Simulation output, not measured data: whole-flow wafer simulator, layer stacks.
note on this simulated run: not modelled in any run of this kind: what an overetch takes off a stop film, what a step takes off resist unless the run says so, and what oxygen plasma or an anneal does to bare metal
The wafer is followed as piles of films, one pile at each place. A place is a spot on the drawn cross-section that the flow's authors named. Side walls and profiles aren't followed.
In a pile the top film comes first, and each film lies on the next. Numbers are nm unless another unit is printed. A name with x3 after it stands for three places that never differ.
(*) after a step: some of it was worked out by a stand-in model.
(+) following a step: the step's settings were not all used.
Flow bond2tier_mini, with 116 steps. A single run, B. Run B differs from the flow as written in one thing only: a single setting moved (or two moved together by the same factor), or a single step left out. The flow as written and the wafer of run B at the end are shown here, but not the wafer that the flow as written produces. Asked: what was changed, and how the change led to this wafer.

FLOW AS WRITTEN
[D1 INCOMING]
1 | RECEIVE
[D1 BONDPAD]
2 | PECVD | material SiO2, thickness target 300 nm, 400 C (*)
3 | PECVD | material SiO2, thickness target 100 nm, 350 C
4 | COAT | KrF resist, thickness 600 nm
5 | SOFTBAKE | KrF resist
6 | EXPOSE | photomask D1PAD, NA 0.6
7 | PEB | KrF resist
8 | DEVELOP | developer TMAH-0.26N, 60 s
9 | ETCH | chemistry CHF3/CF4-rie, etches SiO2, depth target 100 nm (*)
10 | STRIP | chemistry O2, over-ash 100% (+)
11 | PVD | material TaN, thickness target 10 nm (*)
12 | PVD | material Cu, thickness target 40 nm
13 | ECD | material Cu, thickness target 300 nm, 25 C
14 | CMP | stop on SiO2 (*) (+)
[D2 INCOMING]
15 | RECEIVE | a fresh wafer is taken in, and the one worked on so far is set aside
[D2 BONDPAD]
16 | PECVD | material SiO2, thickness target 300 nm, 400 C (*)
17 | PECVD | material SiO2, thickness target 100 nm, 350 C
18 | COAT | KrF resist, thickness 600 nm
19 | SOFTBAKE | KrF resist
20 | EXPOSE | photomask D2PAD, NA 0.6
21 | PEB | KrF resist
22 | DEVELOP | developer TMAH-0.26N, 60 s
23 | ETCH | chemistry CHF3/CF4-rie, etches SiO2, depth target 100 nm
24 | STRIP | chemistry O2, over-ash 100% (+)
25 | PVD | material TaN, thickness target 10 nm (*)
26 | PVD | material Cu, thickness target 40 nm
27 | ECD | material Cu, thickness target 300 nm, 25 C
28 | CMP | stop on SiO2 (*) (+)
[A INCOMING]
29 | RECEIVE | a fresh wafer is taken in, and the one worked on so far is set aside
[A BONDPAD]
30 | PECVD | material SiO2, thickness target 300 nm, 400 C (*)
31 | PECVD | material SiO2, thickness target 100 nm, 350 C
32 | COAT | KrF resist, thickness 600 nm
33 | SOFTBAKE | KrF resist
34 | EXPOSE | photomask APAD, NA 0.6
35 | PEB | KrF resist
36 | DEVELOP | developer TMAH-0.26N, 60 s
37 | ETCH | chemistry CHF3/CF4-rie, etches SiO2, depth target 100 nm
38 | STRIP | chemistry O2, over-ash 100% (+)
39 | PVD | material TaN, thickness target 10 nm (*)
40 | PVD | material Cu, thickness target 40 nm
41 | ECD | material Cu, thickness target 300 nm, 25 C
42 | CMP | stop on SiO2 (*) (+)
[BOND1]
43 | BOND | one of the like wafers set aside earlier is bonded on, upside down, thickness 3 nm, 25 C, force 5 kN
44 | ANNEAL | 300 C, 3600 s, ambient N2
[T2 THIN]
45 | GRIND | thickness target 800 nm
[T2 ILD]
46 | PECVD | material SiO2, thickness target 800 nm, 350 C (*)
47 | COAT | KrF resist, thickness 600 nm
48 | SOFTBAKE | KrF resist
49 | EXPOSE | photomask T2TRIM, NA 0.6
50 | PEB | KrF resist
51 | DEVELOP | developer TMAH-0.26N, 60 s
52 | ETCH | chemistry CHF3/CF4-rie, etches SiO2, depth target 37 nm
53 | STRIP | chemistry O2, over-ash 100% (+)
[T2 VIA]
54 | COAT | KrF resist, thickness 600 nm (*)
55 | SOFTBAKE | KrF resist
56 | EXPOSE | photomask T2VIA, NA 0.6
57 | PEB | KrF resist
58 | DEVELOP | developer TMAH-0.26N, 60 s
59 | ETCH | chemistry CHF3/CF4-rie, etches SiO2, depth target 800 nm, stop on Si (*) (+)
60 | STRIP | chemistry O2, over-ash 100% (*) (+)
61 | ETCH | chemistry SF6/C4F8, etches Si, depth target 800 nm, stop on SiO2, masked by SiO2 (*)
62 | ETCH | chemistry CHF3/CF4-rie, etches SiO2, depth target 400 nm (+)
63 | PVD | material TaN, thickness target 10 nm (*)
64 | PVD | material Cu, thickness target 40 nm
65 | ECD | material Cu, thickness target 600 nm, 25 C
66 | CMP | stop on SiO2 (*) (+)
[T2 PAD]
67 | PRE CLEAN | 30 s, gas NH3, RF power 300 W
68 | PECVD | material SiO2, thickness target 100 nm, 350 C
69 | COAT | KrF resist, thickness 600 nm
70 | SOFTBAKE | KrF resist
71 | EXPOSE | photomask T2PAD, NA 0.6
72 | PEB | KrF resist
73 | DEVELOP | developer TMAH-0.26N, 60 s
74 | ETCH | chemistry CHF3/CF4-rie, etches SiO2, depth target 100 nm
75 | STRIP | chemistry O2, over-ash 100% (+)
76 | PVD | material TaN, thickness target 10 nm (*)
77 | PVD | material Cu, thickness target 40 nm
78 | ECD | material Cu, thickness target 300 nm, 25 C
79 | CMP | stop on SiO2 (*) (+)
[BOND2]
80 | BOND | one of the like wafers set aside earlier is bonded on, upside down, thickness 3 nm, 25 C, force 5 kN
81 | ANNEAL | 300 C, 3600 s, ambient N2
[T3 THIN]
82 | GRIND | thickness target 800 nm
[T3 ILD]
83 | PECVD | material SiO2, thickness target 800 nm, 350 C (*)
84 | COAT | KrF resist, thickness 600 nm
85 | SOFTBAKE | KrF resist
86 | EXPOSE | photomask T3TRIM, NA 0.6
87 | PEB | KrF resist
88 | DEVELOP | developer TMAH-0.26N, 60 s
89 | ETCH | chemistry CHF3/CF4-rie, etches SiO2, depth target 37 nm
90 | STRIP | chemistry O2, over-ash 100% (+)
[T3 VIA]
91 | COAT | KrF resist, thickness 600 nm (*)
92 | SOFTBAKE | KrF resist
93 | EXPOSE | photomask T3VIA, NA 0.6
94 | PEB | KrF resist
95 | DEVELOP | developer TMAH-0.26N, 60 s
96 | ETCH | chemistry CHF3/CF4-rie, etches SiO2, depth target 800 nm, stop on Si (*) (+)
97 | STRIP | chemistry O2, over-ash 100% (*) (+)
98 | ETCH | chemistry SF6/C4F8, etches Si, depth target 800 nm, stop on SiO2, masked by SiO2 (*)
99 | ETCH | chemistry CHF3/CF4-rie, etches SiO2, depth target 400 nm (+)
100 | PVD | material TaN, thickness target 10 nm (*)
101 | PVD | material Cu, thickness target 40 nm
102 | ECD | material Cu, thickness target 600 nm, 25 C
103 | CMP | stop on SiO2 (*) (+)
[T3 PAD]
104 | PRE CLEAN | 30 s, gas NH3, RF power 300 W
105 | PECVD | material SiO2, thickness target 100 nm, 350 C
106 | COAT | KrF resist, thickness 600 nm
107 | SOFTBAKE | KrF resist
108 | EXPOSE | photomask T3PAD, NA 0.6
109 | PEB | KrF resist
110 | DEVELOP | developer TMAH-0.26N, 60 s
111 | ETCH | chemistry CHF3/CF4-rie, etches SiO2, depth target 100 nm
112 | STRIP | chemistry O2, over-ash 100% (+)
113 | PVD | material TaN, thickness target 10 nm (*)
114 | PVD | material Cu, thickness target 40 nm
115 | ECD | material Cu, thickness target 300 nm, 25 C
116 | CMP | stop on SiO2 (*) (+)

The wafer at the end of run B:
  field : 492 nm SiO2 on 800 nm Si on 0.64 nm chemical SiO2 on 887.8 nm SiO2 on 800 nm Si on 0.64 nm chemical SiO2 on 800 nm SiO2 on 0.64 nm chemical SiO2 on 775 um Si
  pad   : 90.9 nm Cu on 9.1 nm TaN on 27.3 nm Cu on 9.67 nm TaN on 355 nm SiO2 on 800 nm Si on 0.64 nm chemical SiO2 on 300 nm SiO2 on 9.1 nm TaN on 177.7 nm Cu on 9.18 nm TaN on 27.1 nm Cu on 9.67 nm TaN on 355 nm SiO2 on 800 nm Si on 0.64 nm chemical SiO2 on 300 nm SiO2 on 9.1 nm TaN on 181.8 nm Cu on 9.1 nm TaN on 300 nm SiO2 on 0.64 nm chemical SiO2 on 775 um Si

What caused this: step 68, PECVD: 373 C was run, while the flow as written has 350 C.

The path from the change to this, step by step:
  68 | PECVD | material SiO2, thickness target 100 nm, 350 C
      field: SiO2 gains 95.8 (in the flow as written it would be: SiO2 gains 100)
      pad: SiO2 gains 95.8 (new film) (in the flow as written it would be: SiO2 gains 100 (new film))
  74 | ETCH | chemistry CHF3/CF4-rie, etches SiO2, depth target 100 nm
      pad: SiO2 loses 95.8 (all of it), Cu loses 0.21 (in the flow as written it would be: SiO2 loses 100 (all of it))
